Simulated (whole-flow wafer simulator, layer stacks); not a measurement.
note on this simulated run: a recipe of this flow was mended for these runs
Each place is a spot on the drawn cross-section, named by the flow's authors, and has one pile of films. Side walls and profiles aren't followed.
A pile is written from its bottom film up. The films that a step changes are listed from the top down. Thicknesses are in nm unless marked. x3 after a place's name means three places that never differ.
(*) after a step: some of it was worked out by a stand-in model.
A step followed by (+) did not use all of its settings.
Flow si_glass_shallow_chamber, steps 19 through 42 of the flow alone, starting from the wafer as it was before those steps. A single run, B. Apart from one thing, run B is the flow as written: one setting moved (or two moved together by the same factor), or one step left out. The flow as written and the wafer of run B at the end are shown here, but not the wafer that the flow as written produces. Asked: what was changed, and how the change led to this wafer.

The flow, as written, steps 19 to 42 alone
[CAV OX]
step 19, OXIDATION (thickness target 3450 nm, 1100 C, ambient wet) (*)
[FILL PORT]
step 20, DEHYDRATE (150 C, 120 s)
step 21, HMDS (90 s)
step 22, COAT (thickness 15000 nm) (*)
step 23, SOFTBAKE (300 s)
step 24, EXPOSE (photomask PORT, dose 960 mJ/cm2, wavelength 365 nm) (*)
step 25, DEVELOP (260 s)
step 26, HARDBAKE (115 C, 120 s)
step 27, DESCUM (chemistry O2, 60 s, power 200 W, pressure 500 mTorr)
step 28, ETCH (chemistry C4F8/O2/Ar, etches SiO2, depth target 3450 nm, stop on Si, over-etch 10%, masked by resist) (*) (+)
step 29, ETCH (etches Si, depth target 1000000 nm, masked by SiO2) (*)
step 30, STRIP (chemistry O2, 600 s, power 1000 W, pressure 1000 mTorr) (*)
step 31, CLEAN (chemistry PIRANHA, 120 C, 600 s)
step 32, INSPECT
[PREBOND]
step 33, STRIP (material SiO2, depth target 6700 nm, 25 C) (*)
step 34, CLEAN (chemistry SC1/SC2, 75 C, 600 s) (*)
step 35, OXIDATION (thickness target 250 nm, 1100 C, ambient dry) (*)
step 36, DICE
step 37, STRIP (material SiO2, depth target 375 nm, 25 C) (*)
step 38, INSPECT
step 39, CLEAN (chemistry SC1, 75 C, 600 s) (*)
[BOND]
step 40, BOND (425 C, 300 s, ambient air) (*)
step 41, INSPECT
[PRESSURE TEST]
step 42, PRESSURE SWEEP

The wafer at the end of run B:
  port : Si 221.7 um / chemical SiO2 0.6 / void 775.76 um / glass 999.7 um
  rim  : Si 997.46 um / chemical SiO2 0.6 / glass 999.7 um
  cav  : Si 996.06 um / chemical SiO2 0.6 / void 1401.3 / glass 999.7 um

Cause: step 19, OXIDATION: thickness target 5520 nm was run, though the flow has thickness target 3450 nm.

The path from the change to this, step by step:
  step 19, OXIDATION (thickness target 3450 nm, 1100 C, ambient wet) (*)
      rim, ramp, septum, ring: SiO2 gains 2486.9, Si loses 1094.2 (as written it would have been: SiO2 gains 1110.9, Si loses 488.8)
      cav, port: SiO2 gains 5520 (new film), chemical SiO2 loses 0.6 (all of it), Si loses 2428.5 (as written it would have been: SiO2 gains 3450 (new film), chemical SiO2 loses 0.6 (all of it), Si loses 1517.7)
  step 22, COAT (thickness 15000 nm) (*)
      rim: thick-i-line-resist gains 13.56 um (new film) (as written it would have been: thick-i-line-resist gains 13.4 um (new film))
      ramp: thick-i-line-resist gains 13.1 um (new film) (as written it would have been: thick-i-line-resist gains 12.89 um (new film))
      (as well as at 4 more places)
  step 23, SOFTBAKE (300 s)
      rim: thick-i-line-resist loses 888 (as written it would have been: thick-i-line-resist loses 997)
      ramp: thick-i-line-resist loses 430 (as written it would have been: thick-i-line-resist loses 487.1)
      (as well as at 4 more places)
  step 25, DEVELOP (260 s)
      port: thick-i-line-resist loses 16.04 um (all of it) (as written it would have been: thick-i-line-resist loses 16.16 um (all of it))
  step 26, HARDBAKE (115 C, 120 s)
      rim, ramp: thick-i-line-resist loses 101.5 (as written it would have been: thick-i-line-resist loses 98.2)
  step 28, ETCH (chemistry C4F8/O2/Ar, etches SiO2, depth target 3450 nm, stop on Si, over-etch 10%, masked by resist) (*) (+)
      port: SiO2 loses 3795 (as written it would have been: SiO2 loses 3450 (all of it), Si loses 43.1)
  step 29, ETCH (etches Si, depth target 1000000 nm, masked by SiO2) (*)
      port: SiO2 loses 1725 (all of it), Si loses 774.36 um (as written it would have been: hole gains 997.05 um (new film), Si loses 997.05 um (all of it))
      rim, ramp: thick-i-line-resist loses 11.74 um (all of it), SiO2 loses 1475.6 (as written it would have been: thick-i-line-resist loses 11.47 um (all of it), SiO2 loses 1617.3)
      (as well as at 2 more places)
  step 30, STRIP (chemistry O2, 600 s, power 1000 W, pressure 1000 mTorr) (*)
      port: chemical SiO2 gains 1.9 (new film), Si loses 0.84 (as written it would have been: nothing)
      cav: thick-i-line-resist loses 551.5 (all of it) (as written it would have been: thick-i-line-resist loses 669.6 (all of it))
  step 33, STRIP (material SiO2, depth target 6700 nm, 25 C) (*)
      port: chemical SiO2 loses 1.9 (all of it) (as written it would have been: nothing)
      rim, ramp: SiO2 loses 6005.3 (all of it) (as written it would have been: SiO2 loses 4487.5 (all of it))
      (as well as at 3 more places)
  step 34, CLEAN (chemistry SC1/SC2, 75 C, 600 s) (*)
      port: chemical SiO2 gains 0.6 (new film), Si loses 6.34 (as written it would have been: nothing)
  step 35, OXIDATION (thickness target 250 nm, 1100 C, ambient dry) (*)
      port: SiO2 gains 250 (new film), chemical SiO2 loses 0.6 (all of it), Si loses 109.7 (as written it would have been: nothing)
  step 37, STRIP (material SiO2, depth target 375 nm, 25 C) (*)
      port: SiO2 loses 250 (all of it) (as written it would have been: nothing)
  step 39, CLEAN (chemistry SC1, 75 C, 600 s) (*)
      port: chemical SiO2 gains 0.6 (new film), Si loses 6.34 (as written it would have been: nothing)
  step 40, BOND (425 C, 300 s, ambient air) (*)
      port: glass gains 999.7 um (new film), void gains 775.76 um (new film) (as written it would have been: glass gains 999.7 um (new film), hole gains 1017.3)
      cav: glass gains 999.7 um (new film), void gains 1401.3 (new film) (as written it would have been: glass gains 999.7 um (new film), void gains 1095.9 (new film))
